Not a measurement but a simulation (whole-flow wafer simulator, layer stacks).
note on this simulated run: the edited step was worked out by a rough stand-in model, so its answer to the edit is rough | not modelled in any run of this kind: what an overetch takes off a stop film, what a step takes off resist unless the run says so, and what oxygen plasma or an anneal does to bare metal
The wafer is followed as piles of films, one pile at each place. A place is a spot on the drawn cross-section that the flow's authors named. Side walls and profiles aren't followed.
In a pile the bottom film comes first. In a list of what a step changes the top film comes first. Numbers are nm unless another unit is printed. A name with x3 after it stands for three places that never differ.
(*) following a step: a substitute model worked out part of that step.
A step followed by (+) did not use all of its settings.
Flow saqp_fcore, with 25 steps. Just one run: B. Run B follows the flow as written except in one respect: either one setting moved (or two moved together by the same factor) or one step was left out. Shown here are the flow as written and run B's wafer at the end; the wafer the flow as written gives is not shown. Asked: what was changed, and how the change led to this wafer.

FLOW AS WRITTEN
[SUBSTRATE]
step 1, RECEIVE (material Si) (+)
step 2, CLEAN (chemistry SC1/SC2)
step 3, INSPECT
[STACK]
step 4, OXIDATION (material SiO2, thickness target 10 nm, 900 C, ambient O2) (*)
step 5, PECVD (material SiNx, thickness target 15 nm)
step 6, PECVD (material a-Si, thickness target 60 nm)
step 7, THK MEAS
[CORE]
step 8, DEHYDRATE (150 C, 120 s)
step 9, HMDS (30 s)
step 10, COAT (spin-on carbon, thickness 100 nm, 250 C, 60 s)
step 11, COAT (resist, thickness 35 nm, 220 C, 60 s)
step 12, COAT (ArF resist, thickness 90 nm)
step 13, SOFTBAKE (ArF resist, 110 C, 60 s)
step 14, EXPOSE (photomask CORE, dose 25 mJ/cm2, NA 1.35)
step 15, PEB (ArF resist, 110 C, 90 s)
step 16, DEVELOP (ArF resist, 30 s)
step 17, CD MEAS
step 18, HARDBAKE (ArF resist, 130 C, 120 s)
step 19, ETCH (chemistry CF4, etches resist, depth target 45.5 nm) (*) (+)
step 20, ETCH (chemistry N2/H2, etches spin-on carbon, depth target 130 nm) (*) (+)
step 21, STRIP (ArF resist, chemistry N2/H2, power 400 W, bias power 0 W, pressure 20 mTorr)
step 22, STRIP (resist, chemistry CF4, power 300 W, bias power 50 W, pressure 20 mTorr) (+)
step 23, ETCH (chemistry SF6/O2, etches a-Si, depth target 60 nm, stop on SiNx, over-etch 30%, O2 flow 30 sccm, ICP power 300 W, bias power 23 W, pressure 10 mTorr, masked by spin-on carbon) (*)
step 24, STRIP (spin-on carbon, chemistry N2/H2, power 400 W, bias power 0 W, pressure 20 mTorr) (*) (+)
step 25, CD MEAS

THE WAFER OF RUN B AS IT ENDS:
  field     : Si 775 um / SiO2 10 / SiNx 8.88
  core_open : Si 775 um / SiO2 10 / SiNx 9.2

Cause: step 23, ETCH: depth target 66 nm was run, though the flow has depth target 60 nm.

Step by step, how the change led to this:
  step 23, ETCH (chemistry SF6/O2, etches a-Si, depth target 60 nm, stop on SiNx, over-etch 30%, O2 flow 30 sccm, ICP power 300 W, bias power 23 W, pressure 10 mTorr, masked by spin-on carbon) (*)
      field: -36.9 a-Si (all of it), -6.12 SiNx (as written it would have been: -36.9 a-Si (all of it), -5.14 SiNx)
      core_open: -39.4 a-Si (all of it), -5.8 SiNx (as written it would have been: -39.4 a-Si (all of it), -4.82 SiNx)
